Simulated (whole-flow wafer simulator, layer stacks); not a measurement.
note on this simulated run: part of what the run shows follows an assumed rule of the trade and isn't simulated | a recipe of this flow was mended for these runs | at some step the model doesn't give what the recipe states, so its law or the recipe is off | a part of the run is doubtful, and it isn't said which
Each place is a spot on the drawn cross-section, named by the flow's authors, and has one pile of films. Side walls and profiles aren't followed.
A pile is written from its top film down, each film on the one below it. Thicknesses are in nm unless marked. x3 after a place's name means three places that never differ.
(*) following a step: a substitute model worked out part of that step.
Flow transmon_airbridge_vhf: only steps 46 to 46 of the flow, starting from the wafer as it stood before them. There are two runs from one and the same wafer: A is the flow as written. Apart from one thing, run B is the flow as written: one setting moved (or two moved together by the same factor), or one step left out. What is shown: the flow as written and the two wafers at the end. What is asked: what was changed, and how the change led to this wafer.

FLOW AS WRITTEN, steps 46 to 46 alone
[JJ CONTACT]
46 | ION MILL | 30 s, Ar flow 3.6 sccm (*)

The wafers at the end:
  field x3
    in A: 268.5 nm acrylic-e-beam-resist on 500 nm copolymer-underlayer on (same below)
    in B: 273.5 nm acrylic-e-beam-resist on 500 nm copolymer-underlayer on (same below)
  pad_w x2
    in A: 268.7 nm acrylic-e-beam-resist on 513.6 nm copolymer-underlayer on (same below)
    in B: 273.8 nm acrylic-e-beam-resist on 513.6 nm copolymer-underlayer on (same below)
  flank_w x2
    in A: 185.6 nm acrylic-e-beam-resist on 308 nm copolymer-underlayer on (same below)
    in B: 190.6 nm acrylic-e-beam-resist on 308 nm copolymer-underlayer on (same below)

Cause: step 46, ION MILL: 21 s was run, while the flow as written has 30 s.

Step by step, how the change led to this:
  46 | ION MILL | 30 s, Ar flow 3.6 sccm (*)
      field x3, ground_far x3, pad_w x2, flank_w x2, gap_w x2, cpw_trace, margin_s x2, bridge_strip: A -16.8 acrylic-e-beam-resist | B -11.8 acrylic-e-beam-resist
      jj_line: A -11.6 Si | B -8.14 Si
